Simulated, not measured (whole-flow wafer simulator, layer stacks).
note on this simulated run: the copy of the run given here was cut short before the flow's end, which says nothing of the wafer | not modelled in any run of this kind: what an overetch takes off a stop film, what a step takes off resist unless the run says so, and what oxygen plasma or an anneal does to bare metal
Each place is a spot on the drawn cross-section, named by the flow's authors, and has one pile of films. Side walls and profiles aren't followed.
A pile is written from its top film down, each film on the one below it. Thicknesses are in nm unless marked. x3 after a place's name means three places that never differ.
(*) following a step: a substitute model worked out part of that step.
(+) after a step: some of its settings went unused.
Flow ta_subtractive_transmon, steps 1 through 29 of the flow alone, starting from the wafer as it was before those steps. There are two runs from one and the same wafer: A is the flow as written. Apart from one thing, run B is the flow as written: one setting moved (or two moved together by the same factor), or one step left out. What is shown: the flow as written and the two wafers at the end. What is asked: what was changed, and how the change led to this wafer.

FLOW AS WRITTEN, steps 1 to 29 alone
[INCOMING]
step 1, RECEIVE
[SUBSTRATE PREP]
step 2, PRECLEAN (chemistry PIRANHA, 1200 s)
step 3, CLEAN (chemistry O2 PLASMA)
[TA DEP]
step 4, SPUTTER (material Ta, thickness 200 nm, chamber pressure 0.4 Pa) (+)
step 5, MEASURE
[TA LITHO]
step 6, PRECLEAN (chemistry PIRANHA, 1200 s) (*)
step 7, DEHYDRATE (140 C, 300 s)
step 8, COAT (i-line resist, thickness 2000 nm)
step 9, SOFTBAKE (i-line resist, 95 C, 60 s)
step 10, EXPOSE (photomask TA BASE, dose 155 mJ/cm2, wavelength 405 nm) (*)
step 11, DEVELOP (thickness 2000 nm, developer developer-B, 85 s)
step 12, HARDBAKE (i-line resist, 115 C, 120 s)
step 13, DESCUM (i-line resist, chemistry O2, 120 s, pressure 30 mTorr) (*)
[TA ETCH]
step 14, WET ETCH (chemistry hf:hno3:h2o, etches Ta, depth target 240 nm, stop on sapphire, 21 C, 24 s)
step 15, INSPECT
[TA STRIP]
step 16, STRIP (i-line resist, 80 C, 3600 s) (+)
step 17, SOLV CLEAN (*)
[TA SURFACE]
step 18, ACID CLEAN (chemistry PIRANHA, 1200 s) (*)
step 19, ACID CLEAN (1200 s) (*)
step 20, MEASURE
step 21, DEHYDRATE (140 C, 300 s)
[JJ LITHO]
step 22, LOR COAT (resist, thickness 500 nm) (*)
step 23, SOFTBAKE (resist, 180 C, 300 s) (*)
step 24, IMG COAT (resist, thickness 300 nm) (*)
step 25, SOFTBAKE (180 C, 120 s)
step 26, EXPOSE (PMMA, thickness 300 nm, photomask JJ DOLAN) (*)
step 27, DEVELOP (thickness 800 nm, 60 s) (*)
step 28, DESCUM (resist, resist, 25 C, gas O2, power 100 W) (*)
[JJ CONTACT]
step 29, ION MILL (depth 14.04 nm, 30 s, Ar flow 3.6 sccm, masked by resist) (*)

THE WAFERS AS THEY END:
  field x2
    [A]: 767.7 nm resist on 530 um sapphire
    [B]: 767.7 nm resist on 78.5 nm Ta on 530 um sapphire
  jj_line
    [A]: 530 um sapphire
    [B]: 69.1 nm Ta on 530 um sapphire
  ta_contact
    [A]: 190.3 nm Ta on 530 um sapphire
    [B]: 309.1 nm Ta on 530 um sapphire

What caused this: step 4, SPUTTER: thickness 318.8 nm was run, though the flow has thickness 200 nm.

Step by step, how the change led to this:
  step 4, SPUTTER (material Ta, thickness 200 nm, chamber pressure 0.4 Pa) (+)
      field x2, jj_line, lead, ta_contact, ta_pad: A Ta gains 200 (new film) | B Ta gains 318.8 (new film)
  step 14, WET ETCH (chemistry hf:hno3:h2o, etches Ta, depth target 240 nm, stop on sapphire, 21 C, 24 s)
      field x2, jj_line, lead: A Ta loses 200 (all of it) | B Ta loses 240
  step 22, LOR COAT (resist, thickness 500 nm) (*)
      ta_contact: A resist gains 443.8 (new film) | B resist gains 433.7 (new film)
  step 29, ION MILL (depth 14.04 nm, 30 s, Ar flow 3.6 sccm, masked by resist) (*)
      jj_line, lead: A sapphire loses 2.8 | B Ta loses 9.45
With metal films that touch counted as one body, field x2 has 1 body; the flow as written gives 0 bodies.
With metal films that touch counted as one body, jj_line has 1 body; the flow as written gives 0 bodies.
